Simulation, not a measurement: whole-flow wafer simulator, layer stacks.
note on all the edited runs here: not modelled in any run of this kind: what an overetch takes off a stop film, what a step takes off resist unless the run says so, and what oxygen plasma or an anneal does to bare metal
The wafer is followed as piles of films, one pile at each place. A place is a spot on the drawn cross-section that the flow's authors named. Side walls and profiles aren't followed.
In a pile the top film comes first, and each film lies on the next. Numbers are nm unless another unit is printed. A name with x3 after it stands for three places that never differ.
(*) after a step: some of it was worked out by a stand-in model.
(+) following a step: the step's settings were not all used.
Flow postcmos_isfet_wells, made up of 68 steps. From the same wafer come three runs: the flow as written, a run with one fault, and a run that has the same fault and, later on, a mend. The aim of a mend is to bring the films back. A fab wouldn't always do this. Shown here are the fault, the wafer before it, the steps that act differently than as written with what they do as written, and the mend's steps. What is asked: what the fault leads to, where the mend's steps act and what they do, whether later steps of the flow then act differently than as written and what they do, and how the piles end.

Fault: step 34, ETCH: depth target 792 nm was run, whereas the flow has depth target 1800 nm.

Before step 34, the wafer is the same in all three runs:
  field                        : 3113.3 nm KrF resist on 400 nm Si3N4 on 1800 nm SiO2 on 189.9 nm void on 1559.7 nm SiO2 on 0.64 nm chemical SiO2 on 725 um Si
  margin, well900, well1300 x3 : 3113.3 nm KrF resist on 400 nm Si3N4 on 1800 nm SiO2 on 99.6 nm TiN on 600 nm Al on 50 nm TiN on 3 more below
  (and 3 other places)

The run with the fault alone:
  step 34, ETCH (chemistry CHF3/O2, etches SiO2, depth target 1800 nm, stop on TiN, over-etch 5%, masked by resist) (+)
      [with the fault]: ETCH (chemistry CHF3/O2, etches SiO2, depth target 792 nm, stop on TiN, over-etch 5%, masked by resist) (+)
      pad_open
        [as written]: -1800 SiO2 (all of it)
        [with the fault]: -792 SiO2
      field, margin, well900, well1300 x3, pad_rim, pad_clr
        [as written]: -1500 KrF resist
        [with the fault]: -660 KrF resist
  Steps further on in the flow that do not act as written (not shown: 1 more step that differs only slightly, by at most 2% or 0.5 nm, whichever is larger):
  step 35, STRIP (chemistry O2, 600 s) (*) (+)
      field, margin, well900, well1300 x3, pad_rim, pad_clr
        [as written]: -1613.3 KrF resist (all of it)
        [with the fault]: -2453.3 KrF resist (all of it)
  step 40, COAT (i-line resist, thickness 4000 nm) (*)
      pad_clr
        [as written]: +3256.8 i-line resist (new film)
        [with the fault]: +3581.3 i-line resist (new film)
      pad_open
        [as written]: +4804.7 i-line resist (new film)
        [with the fault]: +4440.3 i-line resist (new film)
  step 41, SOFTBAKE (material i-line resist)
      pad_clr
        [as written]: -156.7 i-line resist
        [with the fault]: -66.1 i-line resist
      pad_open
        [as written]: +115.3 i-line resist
        [with the fault]: +66.4 i-line resist
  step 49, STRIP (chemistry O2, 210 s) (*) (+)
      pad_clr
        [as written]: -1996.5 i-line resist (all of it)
        [with the fault]: -2411.6 i-line resist (all of it)
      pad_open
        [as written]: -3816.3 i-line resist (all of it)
        [with the fault]: -3403.1 i-line resist (all of it)
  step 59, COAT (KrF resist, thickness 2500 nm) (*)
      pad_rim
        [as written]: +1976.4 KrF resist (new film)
        [with the fault]: +2211 KrF resist (new film)
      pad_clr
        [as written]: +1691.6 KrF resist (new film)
        [with the fault]: +2042.5 KrF resist (new film)
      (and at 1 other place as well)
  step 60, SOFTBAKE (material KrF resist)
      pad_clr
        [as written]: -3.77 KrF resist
        [with the fault]: -2.12 KrF resist
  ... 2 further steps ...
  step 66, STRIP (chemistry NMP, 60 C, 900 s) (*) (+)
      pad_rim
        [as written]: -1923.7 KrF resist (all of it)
        [with the fault]: -2156.2 KrF resist (all of it)
  At pad_open, the piles at the end differ from the flow's by more than 2% or 0.5 nm, whichever is larger.
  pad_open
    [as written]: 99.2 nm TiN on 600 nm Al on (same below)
    [with the fault]: 1008 nm SiO2 on 99.6 nm TiN on 600 nm Al on (same below)

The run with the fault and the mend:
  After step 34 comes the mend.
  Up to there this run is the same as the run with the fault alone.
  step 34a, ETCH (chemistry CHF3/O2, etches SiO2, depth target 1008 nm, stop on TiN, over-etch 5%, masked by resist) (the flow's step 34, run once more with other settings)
      field, margin, well900, well1300 x3, pad_rim, pad_clr
        -840 KrF resist
      pad_open
        -1008 SiO2 (all of it)
  Later steps of the flow that are run all act as written at every place that is followed.
  At every place that both follow, the piles at the end match the flow's.
